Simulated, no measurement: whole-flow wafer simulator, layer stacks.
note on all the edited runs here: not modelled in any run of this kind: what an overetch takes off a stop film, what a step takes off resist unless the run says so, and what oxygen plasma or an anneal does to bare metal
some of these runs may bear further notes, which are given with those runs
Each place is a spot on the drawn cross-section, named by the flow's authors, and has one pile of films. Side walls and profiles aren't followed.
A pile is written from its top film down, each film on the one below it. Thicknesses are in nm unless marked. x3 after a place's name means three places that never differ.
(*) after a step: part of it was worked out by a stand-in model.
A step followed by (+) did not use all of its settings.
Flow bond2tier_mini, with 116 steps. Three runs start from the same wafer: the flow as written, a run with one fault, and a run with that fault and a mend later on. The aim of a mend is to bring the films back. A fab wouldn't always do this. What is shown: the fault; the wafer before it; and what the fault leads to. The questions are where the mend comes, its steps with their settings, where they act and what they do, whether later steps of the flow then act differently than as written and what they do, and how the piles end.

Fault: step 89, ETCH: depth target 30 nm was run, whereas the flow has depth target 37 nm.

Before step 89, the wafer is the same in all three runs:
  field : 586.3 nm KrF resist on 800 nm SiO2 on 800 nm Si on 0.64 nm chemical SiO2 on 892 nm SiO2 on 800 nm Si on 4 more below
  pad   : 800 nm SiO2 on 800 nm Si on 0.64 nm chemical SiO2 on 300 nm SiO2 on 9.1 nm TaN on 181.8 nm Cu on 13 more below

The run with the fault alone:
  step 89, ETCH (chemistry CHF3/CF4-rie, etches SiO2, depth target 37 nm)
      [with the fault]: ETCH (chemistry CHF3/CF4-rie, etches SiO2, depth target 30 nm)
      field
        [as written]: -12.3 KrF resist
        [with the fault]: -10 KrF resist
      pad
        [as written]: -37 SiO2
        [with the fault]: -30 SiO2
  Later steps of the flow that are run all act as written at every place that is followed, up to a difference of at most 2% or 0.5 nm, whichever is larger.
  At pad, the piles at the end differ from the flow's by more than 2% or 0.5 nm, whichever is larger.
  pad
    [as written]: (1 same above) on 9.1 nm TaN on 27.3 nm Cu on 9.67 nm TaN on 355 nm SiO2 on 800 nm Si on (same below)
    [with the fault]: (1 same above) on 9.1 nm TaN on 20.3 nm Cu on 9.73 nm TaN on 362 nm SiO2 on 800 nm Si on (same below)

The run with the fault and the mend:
  The mend stands after step 90.
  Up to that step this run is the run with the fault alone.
  step 90a, COAT (KrF resist, thickness 600 nm) (*) (the flow's step 84, run once more)
      field
        +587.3 KrF resist (new film)
      pad
        +613.3 KrF resist (new film)
  step 90b, SOFTBAKE (KrF resist) (the flow's step 85, run once more)
      does not change any film at any place that is followed
  step 90c, EXPOSE (photomask T3TRIM, NA 0.6) (the flow's step 86, run once more)
      does not change any film at any place that is followed
  step 90d, PEB (KrF resist) (the flow's step 87, run once more)
      does not change any film at any place that is followed
  step 90e, DEVELOP (developer TMAH-0.26N, 60 s) (the flow's step 88, run once more)
      field
        -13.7 KrF resist
      pad
        -613.3 KrF resist (all of it)
  step 90f, ETCH (chemistry CHF3/CF4-rie, etches SiO2, depth target 7 nm) (the flow's step 89, run once more with other settings)
      field
        -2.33 KrF resist
      pad
        -7 SiO2
  step 90g, STRIP (chemistry O2, over-ash 100%) (+) (the flow's step 90, run once more)
      field
        -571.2 KrF resist (all of it)
  Later steps of the flow that are run all act as written at every place that is followed.
  At every place that both follow, the piles at the end match the flow's.
